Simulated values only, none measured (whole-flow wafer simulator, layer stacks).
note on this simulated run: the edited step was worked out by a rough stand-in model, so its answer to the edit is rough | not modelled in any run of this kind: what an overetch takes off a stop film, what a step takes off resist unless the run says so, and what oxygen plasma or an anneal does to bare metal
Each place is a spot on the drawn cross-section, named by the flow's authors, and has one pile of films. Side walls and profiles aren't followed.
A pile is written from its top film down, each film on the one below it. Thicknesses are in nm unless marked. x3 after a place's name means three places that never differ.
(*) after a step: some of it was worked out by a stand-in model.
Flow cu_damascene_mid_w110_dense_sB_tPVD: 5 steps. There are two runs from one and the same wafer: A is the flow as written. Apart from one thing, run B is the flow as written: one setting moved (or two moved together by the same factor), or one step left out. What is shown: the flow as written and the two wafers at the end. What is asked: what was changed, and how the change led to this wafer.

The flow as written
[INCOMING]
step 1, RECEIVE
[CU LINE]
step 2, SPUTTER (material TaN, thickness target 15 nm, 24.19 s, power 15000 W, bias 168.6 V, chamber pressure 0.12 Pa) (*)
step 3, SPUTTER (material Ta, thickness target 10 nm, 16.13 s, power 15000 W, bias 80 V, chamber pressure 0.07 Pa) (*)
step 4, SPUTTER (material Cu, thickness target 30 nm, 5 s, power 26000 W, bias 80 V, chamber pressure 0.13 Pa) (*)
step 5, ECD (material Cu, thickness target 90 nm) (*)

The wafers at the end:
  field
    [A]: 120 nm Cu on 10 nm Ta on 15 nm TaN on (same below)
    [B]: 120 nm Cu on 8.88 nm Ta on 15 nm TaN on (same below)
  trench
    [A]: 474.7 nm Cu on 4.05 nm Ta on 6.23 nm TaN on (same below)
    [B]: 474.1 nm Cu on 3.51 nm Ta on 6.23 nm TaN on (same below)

The reason: step 3, SPUTTER: power 13310 W was run, though the flow has power 15000 W.

Step by step, how the change led to this:
  step 3, SPUTTER (material Ta, thickness target 10 nm, 16.13 s, power 15000 W, bias 80 V, chamber pressure 0.07 Pa) (*)
      field: A Ta gains 10 (new film) | B Ta gains 8.88 (new film)
      trench: A Ta gains 4.05 (new film) | B Ta gains 3.51 (new film)
